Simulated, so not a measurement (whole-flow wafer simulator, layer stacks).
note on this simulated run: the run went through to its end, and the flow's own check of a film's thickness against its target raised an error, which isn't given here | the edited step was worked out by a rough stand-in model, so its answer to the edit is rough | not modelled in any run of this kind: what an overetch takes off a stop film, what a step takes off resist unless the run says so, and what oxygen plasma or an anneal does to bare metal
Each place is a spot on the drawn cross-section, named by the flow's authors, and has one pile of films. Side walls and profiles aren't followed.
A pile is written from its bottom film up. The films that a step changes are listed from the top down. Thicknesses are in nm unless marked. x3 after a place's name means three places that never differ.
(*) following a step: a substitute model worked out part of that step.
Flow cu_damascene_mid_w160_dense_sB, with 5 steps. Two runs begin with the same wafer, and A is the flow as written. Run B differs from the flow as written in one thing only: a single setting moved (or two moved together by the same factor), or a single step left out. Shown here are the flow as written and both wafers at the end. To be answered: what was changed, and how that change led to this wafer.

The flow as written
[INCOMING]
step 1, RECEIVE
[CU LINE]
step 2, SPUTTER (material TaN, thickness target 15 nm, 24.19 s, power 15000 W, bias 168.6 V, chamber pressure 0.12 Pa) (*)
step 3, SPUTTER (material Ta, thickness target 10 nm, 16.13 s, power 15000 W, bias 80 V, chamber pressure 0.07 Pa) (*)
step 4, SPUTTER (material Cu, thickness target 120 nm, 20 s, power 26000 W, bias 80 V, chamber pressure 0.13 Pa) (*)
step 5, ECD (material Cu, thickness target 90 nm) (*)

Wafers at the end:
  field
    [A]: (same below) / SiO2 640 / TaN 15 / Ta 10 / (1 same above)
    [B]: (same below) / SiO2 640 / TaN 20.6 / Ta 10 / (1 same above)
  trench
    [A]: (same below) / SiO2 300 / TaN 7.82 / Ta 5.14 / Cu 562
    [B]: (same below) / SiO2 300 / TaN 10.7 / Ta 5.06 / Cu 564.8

Cause: step 2, SPUTTER: thickness target 20.6 nm was run, while the flow as written has thickness target 15 nm; step 2, SPUTTER: 33.26 s was run, where the flow has 24.19 s.
The wafer itself shows it: field has TaN 20.6, and step 2 as written asks for 15 nm.

Step by step, how the change led to this:
  step 2, SPUTTER (material TaN, thickness target 15 nm, 24.19 s, power 15000 W, bias 168.6 V, chamber pressure 0.12 Pa) (*)
      field: A TaN gains 15 (new film) | B TaN gains 20.6 (new film)
      trench: A TaN gains 7.82 (new film) | B TaN gains 10.7 (new film)
